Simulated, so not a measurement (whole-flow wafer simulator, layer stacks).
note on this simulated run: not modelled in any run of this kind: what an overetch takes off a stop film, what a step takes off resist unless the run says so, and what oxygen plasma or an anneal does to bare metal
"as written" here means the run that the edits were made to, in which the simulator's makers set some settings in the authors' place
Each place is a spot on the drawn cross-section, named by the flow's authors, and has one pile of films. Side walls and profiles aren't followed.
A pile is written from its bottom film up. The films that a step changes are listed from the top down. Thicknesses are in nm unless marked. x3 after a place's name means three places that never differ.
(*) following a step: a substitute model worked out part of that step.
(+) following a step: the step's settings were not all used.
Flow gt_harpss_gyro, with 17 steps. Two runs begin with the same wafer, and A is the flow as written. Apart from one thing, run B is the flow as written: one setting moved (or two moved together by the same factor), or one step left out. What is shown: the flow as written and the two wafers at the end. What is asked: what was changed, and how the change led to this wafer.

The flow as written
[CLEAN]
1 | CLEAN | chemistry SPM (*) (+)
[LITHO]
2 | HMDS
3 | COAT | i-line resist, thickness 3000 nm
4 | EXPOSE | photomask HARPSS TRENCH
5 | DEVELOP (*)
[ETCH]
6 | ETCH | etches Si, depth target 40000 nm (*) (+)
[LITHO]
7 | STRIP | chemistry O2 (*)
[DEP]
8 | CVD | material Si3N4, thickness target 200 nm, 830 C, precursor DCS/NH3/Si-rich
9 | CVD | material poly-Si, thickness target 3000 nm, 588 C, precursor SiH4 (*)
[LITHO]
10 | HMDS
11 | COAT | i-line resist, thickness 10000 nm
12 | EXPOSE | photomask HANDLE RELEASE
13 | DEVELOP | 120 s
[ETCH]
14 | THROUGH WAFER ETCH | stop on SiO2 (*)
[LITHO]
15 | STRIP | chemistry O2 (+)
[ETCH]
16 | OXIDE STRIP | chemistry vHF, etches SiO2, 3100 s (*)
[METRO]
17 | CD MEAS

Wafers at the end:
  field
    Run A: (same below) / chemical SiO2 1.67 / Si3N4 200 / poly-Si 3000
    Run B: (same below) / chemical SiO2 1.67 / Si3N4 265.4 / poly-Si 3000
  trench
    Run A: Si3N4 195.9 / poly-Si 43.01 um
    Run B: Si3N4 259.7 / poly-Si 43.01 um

Cause: step 8, CVD: thickness target 265.4 nm was run, whereas the flow has thickness target 200 nm.
The wafer lets one read it off: field has Si3N4 265.4, and step 8 as written asks for 200 nm.

Step by step, how the change led to this:
  8 | CVD | material Si3N4, thickness target 200 nm, 830 C, precursor DCS/NH3/Si-rich
      field: A +200 Si3N4 (new film) | B +265.4 Si3N4 (new film)
      trench: A +195.9 Si3N4 (new film) | B +259.7 Si3N4 (new film)
